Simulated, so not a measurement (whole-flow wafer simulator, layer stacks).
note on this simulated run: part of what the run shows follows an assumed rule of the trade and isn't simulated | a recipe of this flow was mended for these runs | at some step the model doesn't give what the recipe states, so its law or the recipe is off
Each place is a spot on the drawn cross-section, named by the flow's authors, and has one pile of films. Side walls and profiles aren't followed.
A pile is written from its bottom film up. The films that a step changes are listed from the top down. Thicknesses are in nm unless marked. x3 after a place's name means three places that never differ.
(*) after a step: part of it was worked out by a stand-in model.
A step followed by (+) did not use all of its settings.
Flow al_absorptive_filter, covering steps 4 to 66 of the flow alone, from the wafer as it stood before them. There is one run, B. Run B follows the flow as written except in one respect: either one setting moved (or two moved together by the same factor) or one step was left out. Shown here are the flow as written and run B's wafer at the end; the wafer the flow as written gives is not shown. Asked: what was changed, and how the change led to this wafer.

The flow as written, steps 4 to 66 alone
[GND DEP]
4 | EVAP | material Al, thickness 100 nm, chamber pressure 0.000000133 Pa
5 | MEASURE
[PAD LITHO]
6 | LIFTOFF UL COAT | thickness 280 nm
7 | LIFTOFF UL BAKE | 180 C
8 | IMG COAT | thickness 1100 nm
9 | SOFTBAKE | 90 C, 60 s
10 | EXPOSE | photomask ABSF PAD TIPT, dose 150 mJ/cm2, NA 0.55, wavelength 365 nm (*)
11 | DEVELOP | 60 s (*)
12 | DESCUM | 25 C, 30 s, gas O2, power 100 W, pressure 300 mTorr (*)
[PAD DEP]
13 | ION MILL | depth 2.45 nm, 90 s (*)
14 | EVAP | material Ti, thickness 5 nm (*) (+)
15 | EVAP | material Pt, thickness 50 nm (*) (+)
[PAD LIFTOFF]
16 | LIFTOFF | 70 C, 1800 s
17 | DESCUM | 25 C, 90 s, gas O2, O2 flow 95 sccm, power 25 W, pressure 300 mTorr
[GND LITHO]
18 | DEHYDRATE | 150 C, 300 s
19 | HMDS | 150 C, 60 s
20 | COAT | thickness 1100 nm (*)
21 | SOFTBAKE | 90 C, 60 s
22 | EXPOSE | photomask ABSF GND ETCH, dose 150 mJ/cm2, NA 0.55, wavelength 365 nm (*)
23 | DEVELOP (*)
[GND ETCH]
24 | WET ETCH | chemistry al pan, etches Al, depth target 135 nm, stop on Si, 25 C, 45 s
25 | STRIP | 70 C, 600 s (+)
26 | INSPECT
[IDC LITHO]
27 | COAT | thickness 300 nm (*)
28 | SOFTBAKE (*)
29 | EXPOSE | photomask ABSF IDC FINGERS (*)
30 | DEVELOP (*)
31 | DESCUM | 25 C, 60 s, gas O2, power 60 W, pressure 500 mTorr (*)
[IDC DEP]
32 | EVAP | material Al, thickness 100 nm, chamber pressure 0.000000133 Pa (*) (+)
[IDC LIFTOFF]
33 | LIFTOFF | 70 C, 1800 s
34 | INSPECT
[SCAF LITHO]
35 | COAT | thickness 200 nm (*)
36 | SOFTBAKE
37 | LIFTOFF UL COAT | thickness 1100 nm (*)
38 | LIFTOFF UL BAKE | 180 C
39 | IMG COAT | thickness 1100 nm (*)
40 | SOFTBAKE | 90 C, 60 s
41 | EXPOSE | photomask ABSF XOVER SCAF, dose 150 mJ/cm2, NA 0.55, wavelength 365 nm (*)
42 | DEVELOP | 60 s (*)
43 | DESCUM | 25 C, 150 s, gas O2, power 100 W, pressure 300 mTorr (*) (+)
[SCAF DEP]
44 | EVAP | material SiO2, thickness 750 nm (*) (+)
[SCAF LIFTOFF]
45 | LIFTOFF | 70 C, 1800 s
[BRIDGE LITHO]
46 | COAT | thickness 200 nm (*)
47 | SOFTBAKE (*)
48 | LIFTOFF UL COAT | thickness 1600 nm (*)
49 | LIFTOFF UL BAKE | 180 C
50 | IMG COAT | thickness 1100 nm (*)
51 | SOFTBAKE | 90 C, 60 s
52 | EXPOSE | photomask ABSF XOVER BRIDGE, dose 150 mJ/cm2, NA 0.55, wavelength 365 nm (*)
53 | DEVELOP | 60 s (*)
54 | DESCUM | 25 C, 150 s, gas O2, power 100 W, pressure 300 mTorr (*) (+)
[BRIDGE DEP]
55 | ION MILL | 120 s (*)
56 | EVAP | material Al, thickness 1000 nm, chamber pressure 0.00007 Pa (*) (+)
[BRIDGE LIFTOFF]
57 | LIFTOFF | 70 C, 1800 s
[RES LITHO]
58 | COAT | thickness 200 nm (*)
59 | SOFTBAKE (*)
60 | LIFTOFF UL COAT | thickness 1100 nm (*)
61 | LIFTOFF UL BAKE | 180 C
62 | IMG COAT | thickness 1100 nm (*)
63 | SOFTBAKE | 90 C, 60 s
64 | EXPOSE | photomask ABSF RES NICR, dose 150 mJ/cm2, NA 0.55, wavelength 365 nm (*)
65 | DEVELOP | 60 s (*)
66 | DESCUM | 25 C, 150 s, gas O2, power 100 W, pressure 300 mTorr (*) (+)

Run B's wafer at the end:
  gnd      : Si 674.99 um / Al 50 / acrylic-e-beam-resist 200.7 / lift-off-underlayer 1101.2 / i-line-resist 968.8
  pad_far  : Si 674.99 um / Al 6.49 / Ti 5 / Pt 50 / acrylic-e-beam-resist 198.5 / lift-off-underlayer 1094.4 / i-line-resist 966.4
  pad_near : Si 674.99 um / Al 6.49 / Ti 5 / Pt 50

Cause: step 4, EVAP: thickness 50 nm was run, whereas the flow has thickness 100 nm.
The wafer lets one read it off: gnd has Al 50, and step 4 as written asks for 100 nm.

The path from the change to this, step by step:
  4 | EVAP | material Al, thickness 100 nm, chamber pressure 0.000000133 Pa
      gnd, pad_far, pad_near and 11 more: +50 Al (new film) (it would be, as written: +100 Al (new film))
  24 | WET ETCH | chemistry al pan, etches Al, depth target 135 nm, stop on Si, 25 C, 45 s
      res, xl_gap, idc_field, idc_line, idc_space: -36.7 Al (all of it) (it would be, as written: -86.7 Al (all of it))
  27 | COAT | thickness 300 nm (*)
      ledge: +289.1 e-beam-resist (new film) (it would be, as written: +274.4 e-beam-resist (new film))
      res: +325.8 e-beam-resist (new film) (it would be, as written: +349.6 e-beam-resist (new film))
      (as well as at 2 more places)
  33 | LIFTOFF | 70 C, 1800 s
      ledge: -100 Al (all of it), -280 e-beam-resist (all of it) (it would be, as written: -100 Al (all of it), -265.3 e-beam-resist (all of it))
      res: -100 Al (all of it), -316.7 e-beam-resist (all of it) (it would be, as written: -100 Al (all of it), -340.6 e-beam-resist (all of it))
      (as well as at 2 more places)
  35 | COAT | thickness 200 nm (*)
      ledge: +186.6 acrylic-e-beam-resist (new film) (it would be, as written: +169.8 acrylic-e-beam-resist (new film))
      res: +216.9 acrylic-e-beam-resist (new film) (it would be, as written: +231.4 acrylic-e-beam-resist (new film))
      (as well as at 2 more places)
  37 | LIFTOFF UL COAT | thickness 1100 nm (*)
      res: +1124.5 lift-off-underlayer (new film) (it would be, as written: +1148.2 lift-off-underlayer (new film))
  43 | DESCUM | 25 C, 150 s, gas O2, power 100 W, pressure 300 mTorr (*) (+)
      gnd, pad_far, pad_near and 7 more: -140 i-line-resist (it would be, as written: -159.6 i-line-resist)
      xl_gap: -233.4 acrylic-e-beam-resist (all of it) (it would be, as written: -265.9 acrylic-e-beam-resist (all of it))
      (as well as at 1 more place)
  45 | LIFTOFF | 70 C, 1800 s
      gnd, xa_field, xl_land, idc_field: -750 SiO2 (all of it), -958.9 i-line-resist (all of it), -1100 lift-off-underlayer (all of it), -200 acrylic-e-beam-resist (all of it) (it would be, as written: -750 SiO2 (all of it), -939.4 i-line-resist (all of it), -1100 lift-off-underlayer (all of it), -200 acrylic-e-beam-resist (all of it))
      pad_far: -750 SiO2 (all of it), -956.5 i-line-resist (all of it), -1094.4 lift-off-underlayer (all of it), -198.5 acrylic-e-beam-resist (all of it) (it would be, as written: -750 SiO2 (all of it), -937 i-line-resist (all of it), -1092.7 lift-off-underlayer (all of it), -198.5 acrylic-e-beam-resist (all of it))
      (as well as at 4 more places)
  46 | COAT | thickness 200 nm (*)
      ledge: +186.6 acrylic-e-beam-resist (new film) (it would be, as written: +169.8 acrylic-e-beam-resist (new film))
      res: +216.9 acrylic-e-beam-resist (new film) (it would be, as written: +231.4 acrylic-e-beam-resist (new film))
      (as well as at 2 more places)
  54 | DESCUM | 25 C, 150 s, gas O2, power 100 W, pressure 300 mTorr (*) (+)
      xl_gap: -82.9 acrylic-e-beam-resist (all of it) (it would be, as written: -97.9 acrylic-e-beam-resist (all of it))
      xl_turn: -150.2 acrylic-e-beam-resist (all of it) (it would be, as written: -141.8 acrylic-e-beam-resist (all of it))
  57 | LIFTOFF | 70 C, 1800 s
      ledge: -1000 Al (all of it), -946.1 i-line-resist (all of it), -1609 lift-off-underlayer (all of it), -186.6 acrylic-e-beam-resist (all of it) (it would be, as written: -1000 Al (all of it), -951.7 i-line-resist (all of it), -1617.2 lift-off-underlayer (all of it), -169.8 acrylic-e-beam-resist (all of it))
      res: -1000 Al (all of it), -947.8 i-line-resist (all of it), -1627 lift-off-underlayer (all of it), -216.9 acrylic-e-beam-resist (all of it) (it would be, as written: -1000 Al (all of it), -954.3 i-line-resist (all of it), -1653.2 lift-off-underlayer (all of it), -231.4 acrylic-e-beam-resist (all of it))
  58 | COAT | thickness 200 nm (*)
      ledge: +186.6 acrylic-e-beam-resist (new film) (it would be, as written: +169.8 acrylic-e-beam-resist (new film))
      res: +216.9 acrylic-e-beam-resist (new film) (it would be, as written: +231.4 acrylic-e-beam-resist (new film))
      (as well as at 2 more places)
  60 | LIFTOFF UL COAT | thickness 1100 nm (*)
      res: +1124.5 lift-off-underlayer (new film) (it would be, as written: +1148.2 lift-off-underlayer (new film))
      xl_gap: +802.4 lift-off-underlayer (new film) (it would be, as written: +831.4 lift-off-underlayer (new film))
  65 | DEVELOP | 60 s (*)
      res: -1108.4 i-line-resist (all of it), -1124.5 lift-off-underlayer (all of it) (it would be, as written: -1116.9 i-line-resist (all of it), -1148.2 lift-off-underlayer (all of it))
  66 | DESCUM | 25 C, 150 s, gas O2, power 100 W, pressure 300 mTorr (*) (+)
      gnd, pad_far, xa_field and 8 more: -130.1 i-line-resist (it would be, as written: -138.9 i-line-resist)
      ledge: -186.6 acrylic-e-beam-resist (all of it) (it would be, as written: -169.8 acrylic-e-beam-resist (all of it))
      (as well as at 1 more place)
